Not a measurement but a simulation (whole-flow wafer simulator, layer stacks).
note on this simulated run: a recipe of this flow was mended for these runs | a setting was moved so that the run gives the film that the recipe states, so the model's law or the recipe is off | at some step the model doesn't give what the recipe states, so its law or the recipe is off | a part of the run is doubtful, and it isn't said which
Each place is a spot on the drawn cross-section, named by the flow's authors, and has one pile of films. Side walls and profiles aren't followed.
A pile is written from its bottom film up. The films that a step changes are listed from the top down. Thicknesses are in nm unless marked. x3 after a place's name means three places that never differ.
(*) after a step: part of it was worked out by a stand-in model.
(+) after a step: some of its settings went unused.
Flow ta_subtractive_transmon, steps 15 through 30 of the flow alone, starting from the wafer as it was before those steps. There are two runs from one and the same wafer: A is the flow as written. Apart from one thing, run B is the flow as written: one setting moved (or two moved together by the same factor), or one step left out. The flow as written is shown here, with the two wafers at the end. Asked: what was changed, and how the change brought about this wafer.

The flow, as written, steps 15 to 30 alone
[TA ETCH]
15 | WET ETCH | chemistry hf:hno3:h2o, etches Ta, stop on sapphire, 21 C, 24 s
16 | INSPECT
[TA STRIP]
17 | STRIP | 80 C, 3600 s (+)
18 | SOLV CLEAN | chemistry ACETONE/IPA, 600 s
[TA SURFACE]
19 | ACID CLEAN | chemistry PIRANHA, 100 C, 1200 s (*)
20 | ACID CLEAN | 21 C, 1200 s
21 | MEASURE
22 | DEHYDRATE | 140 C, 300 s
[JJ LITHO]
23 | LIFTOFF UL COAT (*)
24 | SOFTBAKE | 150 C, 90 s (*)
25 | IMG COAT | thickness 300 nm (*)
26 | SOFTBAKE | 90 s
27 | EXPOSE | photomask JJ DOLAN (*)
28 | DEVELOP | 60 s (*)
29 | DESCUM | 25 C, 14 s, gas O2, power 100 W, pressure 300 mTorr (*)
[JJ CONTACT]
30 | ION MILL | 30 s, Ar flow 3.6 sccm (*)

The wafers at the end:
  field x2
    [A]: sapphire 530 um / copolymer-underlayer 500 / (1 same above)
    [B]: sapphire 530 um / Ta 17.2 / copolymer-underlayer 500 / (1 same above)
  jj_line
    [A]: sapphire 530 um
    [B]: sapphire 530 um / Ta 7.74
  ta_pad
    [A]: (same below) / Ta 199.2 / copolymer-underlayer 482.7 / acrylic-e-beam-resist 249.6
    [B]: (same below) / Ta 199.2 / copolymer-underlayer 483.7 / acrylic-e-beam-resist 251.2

Cause: step 15, WET ETCH: 18.2 s was run, whereas the flow has 24 s.

How this came from the change, step by step:
  15 | WET ETCH | chemistry hf:hno3:h2o, etches Ta, stop on sapphire, 21 C, 24 s
      field x2, jj_line, lead: A Ta loses 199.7 (all of it) | B Ta loses 182
  30 | ION MILL | 30 s, Ar flow 3.6 sccm (*)
      jj_line, lead: A sapphire loses 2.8 | B Ta loses 9.45
Taking metal films that touch as one body, field x2 has 1 body; the flow as written gives 0 bodies.
Taking metal films that touch as one body, jj_line has 1 body; the flow as written gives 0 bodies.
